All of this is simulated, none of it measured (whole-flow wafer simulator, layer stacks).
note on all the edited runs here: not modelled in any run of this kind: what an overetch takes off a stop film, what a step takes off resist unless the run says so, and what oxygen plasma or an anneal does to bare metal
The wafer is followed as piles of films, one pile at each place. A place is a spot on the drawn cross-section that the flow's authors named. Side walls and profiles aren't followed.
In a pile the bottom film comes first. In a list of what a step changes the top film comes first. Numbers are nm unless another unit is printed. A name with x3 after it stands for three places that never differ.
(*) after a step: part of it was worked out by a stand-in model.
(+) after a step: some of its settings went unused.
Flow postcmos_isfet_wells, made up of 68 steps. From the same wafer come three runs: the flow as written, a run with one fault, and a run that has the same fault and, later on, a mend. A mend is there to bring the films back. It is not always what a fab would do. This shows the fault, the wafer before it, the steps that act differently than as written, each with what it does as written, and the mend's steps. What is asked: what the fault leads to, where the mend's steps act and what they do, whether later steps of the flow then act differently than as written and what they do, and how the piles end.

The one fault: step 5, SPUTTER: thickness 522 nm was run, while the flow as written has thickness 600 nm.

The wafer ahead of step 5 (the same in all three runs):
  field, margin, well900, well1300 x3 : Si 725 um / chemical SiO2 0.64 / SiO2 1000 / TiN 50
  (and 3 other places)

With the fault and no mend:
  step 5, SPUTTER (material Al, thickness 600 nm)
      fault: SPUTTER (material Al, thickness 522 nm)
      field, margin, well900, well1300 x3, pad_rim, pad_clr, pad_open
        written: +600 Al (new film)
        fault: +522 Al (new film)
  Later steps of the flow acting differently than as written:
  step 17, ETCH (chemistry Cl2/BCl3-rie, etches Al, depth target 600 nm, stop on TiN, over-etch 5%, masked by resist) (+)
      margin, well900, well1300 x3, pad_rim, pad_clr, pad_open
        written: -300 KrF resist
        fault: -274 KrF resist
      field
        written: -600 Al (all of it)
        fault: -522 Al (all of it)
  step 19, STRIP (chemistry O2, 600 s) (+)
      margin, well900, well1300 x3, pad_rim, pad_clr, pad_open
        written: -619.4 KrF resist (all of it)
        fault: -645.3 KrF resist (all of it)
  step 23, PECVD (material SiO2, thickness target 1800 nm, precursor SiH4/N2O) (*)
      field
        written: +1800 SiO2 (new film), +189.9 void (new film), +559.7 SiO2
        fault: +1800 SiO2 (new film), +132.8 void (new film), +538.8 SiO2
  By the end, the piles at field, margin, well900, well1300 x3, pad_rim, pad_clr, pad_open depart from the flow's by more than 2% or 0.5 nm, whichever is larger.
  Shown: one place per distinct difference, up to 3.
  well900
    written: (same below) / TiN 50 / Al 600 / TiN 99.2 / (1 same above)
    fault: (same below) / TiN 50 / Al 522 / TiN 99.2 / (1 same above)
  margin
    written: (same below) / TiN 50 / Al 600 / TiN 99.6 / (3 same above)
    fault: (same below) / TiN 50 / Al 522 / TiN 99.6 / (3 same above)
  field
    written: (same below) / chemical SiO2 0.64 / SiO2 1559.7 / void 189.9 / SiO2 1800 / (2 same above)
    fault: (same below) / chemical SiO2 0.64 / SiO2 1538.8 / void 132.8 / SiO2 1800 / (2 same above)

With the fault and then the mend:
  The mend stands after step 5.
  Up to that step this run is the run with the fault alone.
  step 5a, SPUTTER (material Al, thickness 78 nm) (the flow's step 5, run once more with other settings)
      field, margin, well900, well1300 x3, pad_rim, pad_clr, pad_open
        +78 Al
  None of the later steps of the flow acts differently than as written at any place that is followed.
  The piles end the same as the flow's at every place that both follow.
